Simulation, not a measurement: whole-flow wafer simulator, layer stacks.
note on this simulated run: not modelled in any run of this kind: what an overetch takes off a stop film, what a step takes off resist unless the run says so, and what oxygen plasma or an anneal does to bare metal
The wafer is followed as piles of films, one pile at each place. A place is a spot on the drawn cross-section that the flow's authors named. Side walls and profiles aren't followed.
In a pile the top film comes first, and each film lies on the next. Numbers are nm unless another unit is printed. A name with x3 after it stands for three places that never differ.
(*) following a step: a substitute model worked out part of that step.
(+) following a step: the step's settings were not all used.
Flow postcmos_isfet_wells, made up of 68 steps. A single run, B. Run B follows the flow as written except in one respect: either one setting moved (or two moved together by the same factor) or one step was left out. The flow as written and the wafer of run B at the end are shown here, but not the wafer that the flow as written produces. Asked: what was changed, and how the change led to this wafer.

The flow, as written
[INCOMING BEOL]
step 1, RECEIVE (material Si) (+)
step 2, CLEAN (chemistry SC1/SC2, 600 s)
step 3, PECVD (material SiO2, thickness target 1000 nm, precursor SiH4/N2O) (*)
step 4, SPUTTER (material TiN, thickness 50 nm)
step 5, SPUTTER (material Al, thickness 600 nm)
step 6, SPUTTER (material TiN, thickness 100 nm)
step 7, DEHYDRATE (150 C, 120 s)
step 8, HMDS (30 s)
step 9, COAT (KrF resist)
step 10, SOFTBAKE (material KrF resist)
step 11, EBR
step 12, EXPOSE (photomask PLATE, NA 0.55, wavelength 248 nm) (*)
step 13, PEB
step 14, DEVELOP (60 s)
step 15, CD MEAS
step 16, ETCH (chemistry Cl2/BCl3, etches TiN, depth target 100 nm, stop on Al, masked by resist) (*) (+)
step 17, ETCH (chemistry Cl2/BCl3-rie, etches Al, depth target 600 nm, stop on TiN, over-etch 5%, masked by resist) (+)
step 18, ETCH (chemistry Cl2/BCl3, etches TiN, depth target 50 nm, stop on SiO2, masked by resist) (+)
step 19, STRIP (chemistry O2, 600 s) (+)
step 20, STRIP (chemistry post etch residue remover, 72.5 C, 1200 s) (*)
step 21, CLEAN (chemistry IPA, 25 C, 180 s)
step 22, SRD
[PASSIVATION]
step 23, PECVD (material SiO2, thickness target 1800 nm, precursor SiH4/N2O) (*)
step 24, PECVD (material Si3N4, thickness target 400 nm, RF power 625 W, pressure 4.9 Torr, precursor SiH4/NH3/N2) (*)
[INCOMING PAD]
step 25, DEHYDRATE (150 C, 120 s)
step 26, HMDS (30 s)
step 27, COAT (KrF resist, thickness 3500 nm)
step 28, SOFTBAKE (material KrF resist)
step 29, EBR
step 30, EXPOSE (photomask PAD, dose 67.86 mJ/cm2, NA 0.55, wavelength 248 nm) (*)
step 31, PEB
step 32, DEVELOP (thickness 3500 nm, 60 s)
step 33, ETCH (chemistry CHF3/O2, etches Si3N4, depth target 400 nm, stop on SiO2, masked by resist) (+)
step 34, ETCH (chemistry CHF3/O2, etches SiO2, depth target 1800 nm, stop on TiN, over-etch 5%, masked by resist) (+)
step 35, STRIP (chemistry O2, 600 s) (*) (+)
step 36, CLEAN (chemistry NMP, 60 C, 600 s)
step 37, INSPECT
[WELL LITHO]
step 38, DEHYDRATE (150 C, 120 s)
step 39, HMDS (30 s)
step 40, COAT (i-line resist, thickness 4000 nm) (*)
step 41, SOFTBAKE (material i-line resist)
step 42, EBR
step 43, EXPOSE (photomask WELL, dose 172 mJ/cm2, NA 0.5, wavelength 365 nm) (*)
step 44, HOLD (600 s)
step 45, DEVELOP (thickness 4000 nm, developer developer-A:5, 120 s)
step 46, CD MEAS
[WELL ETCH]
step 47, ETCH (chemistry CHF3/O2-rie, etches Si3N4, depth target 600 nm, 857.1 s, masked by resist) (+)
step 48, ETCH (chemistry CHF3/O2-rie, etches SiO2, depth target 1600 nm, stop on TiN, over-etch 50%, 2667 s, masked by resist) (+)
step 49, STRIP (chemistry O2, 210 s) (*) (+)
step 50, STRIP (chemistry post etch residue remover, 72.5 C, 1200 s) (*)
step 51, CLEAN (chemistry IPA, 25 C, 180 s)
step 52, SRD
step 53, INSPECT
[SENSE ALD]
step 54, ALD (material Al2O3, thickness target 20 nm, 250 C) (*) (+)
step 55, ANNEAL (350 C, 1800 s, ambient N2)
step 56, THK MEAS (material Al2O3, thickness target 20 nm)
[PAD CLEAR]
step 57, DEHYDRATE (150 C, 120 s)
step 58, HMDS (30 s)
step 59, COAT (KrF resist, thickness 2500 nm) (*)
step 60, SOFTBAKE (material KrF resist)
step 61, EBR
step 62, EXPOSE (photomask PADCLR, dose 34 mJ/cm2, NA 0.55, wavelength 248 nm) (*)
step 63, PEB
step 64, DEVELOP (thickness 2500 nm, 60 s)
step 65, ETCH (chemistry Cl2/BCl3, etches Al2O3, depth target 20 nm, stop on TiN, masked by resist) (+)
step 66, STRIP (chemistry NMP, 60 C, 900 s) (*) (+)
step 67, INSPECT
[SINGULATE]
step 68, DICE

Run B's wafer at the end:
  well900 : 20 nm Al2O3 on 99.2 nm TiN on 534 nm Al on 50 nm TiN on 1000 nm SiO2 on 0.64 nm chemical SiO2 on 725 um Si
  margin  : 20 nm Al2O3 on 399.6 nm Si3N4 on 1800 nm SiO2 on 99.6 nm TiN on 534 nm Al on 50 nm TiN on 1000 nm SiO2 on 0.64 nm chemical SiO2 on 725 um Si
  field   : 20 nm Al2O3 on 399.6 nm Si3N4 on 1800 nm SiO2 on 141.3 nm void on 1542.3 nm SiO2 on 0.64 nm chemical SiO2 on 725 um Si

The reason: step 5, SPUTTER: thickness 534 nm was run, whereas the flow has thickness 600 nm.
One can read it off the wafer: well900 has Al 534, and step 5 as written asks for 600 nm.

The path from the change to this, step by step:
  step 5, SPUTTER (material Al, thickness 600 nm)
      field, margin, well900, well1300 x3, pad_rim, pad_clr, pad_open: Al gains 534 (new film) (as written it would have been: Al gains 600 (new film))
  step 17, ETCH (chemistry Cl2/BCl3-rie, etches Al, depth target 600 nm, stop on TiN, over-etch 5%, masked by resist) (+)
      margin, well900, well1300 x3, pad_rim, pad_clr, pad_open: KrF resist loses 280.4 (as written it would have been: KrF resist loses 300)
      field: Al loses 534 (all of it) (as written it would have been: Al loses 600 (all of it))
  step 19, STRIP (chemistry O2, 600 s) (+)
      margin, well900, well1300 x3, pad_rim, pad_clr, pad_open: KrF resist loses 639 (all of it) (as written it would have been: KrF resist loses 619.4 (all of it))
  step 23, PECVD (material SiO2, thickness target 1800 nm, precursor SiH4/N2O) (*)
      field: SiO2 gains 1800 (new film), void gains 141.3 (new film), SiO2 gains 542.3 (as written it would have been: SiO2 gains 1800 (new film), void gains 189.9 (new film), SiO2 gains 559.7)
